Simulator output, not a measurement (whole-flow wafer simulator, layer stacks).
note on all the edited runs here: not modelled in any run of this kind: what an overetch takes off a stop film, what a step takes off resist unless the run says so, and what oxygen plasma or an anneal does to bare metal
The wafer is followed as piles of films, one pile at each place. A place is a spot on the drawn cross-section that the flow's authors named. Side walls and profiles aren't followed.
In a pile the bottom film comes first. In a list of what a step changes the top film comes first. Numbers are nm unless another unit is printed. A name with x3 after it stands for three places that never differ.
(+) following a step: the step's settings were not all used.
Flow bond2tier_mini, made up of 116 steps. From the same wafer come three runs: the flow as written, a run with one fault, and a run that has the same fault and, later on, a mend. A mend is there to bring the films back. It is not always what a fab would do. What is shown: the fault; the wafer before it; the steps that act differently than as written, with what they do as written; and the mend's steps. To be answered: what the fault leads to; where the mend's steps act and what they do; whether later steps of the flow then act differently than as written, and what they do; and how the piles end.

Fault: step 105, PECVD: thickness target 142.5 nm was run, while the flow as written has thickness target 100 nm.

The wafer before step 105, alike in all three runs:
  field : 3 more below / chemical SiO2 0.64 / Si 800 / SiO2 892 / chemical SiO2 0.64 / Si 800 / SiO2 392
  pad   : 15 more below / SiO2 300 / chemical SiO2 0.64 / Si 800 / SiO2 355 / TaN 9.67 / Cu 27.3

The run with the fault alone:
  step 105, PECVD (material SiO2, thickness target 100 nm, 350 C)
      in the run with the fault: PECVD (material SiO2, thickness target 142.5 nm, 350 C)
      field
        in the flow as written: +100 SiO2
        in the run with the fault: +142.5 SiO2
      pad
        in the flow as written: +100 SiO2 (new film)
        in the run with the fault: +142.5 SiO2 (new film)
  Steps further on in the flow that do not act as written:
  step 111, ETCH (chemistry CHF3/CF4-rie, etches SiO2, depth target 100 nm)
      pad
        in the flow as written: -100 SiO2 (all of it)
        in the run with the fault: -100 SiO2
  At field, pad, the piles at the end differ from the flow's by more than 2% or 0.5 nm, whichever is larger.
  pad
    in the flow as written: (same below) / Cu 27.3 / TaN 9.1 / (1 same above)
    in the run with the fault: (same below) / Cu 27.3 / SiO2 42.5 / TaN 9.1 / (1 same above)
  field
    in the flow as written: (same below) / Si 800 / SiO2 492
    in the run with the fault: (same below) / Si 800 / SiO2 534.5

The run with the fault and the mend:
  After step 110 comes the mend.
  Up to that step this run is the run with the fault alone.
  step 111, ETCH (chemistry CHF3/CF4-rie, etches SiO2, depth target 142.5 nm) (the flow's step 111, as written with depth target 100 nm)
      field
        -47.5 KrF resist
      pad
        -142.5 SiO2 (all of it)
  Steps further on in the flow that do not act as written (1 other step is not shown; it differs only slightly, by no more than 2% or 0.5 nm, whichever is larger):
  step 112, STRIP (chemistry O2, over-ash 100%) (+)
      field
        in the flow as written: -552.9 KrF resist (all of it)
        in the run with the mend: -538.8 KrF resist (all of it)
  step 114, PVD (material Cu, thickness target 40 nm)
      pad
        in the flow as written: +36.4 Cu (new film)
        in the run with the mend: +35 Cu (new film)
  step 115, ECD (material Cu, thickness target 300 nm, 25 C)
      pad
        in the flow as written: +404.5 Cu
        in the run with the mend: +448.8 Cu
  At field, pad, the piles at the end differ from the flow's by more than 2% or 0.5 nm, whichever is larger.
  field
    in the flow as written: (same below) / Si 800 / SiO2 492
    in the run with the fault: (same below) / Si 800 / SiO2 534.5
    in the run with the mend: (same below) / Si 800 / SiO2 534.5
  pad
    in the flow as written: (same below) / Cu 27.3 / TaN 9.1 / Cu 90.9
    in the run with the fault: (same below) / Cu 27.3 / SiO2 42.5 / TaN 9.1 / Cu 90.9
    in the run with the mend: (same below) / Cu 27.3 / TaN 8.75 / Cu 133.8
